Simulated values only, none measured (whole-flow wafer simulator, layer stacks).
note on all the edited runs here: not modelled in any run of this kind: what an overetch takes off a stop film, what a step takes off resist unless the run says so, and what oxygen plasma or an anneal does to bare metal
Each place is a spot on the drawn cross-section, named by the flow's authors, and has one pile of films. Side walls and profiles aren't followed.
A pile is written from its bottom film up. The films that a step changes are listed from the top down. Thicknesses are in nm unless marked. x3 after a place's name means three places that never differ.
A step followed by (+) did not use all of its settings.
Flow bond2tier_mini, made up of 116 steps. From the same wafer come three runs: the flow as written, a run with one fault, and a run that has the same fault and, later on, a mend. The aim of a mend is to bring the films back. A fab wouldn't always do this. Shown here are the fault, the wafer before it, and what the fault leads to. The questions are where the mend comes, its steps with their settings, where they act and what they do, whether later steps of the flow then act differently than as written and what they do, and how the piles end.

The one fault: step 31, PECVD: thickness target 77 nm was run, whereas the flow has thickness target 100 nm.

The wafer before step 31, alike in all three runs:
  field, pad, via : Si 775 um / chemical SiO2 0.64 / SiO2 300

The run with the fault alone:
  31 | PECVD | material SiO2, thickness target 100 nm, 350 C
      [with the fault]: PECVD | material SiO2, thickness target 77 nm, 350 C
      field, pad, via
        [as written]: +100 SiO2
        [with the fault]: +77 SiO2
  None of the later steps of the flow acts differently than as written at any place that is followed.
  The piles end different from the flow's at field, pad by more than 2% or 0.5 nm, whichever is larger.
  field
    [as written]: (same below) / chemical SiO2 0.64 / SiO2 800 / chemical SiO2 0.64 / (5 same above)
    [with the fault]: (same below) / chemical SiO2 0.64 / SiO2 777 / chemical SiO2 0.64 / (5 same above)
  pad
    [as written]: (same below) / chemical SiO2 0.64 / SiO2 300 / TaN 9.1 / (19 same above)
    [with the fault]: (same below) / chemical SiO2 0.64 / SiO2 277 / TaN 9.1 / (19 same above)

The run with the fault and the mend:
  The mend follows step 36.
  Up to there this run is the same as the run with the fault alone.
  36a | STRIP | chemistry O2, over-ash 100% (+)
      field
        -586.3 KrF resist (all of it)
  36b | PECVD | material SiO2, thickness target 23 nm, 350 C (the flow's step 31 again, with other settings)
      field, pad, via
        +23 SiO2
  36c | COAT | KrF resist, thickness 600 nm (the flow's step 32 again)
      field, pad, via
        +600 KrF resist (new film)
  36d | SOFTBAKE | KrF resist (the flow's step 33 again)
      alters no film at any place that is followed
  36e | EXPOSE | photomask APAD, NA 0.6 (the flow's step 34 again)
      alters no film at any place that is followed
  36f | PEB | KrF resist (the flow's step 35 again)
      alters no film at any place that is followed
  36g | DEVELOP | developer TMAH-0.26N, 60 s (the flow's step 36 again)
      pad, via
        -600 KrF resist (all of it)
      field
        -13.7 KrF resist
  None of the later steps of the flow acts differently than as written at any place that is followed.
  At every place that both follow, the piles at the end match the flow's.
